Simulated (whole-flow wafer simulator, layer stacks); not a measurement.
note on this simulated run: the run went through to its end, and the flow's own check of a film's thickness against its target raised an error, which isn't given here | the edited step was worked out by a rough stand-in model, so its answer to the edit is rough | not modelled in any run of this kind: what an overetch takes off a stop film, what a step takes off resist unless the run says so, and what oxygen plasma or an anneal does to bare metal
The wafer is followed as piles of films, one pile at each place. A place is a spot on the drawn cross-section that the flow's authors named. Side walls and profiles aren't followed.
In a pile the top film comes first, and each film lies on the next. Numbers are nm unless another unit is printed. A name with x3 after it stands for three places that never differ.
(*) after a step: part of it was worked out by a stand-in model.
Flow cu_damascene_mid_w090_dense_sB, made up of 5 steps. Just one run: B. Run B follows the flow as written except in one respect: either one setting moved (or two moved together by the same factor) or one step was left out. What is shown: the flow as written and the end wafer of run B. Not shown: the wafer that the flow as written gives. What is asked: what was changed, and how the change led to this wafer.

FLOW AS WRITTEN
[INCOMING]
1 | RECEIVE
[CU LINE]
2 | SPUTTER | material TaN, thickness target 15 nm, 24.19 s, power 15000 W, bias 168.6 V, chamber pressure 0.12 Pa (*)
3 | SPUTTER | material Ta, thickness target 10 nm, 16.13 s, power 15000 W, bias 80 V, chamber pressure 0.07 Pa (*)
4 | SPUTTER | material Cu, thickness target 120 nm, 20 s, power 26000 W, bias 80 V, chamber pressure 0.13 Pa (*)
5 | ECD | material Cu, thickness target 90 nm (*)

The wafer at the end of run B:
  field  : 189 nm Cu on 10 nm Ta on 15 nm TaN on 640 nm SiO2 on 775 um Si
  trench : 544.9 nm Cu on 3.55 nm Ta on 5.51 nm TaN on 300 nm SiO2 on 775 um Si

The reason: step 4, SPUTTER: thickness target 99 nm was run, though the flow has thickness target 120 nm; step 4, SPUTTER: 16.5 s was run, where the flow has 20 s.

The path from the change to this, step by step:
  4 | SPUTTER | material Cu, thickness target 120 nm, 20 s, power 26000 W, bias 80 V, chamber pressure 0.13 Pa (*)
      field: Cu gains 99 (new film) (in the flow as written it would be: Cu gains 120 (new film))
      trench: Cu gains 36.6 (new film) (in the flow as written it would be: Cu gains 44.3 (new film))
  5 | ECD | material Cu, thickness target 90 nm (*)
      trench: Cu gains 508.4 (in the flow as written it would be: Cu gains 521.6)
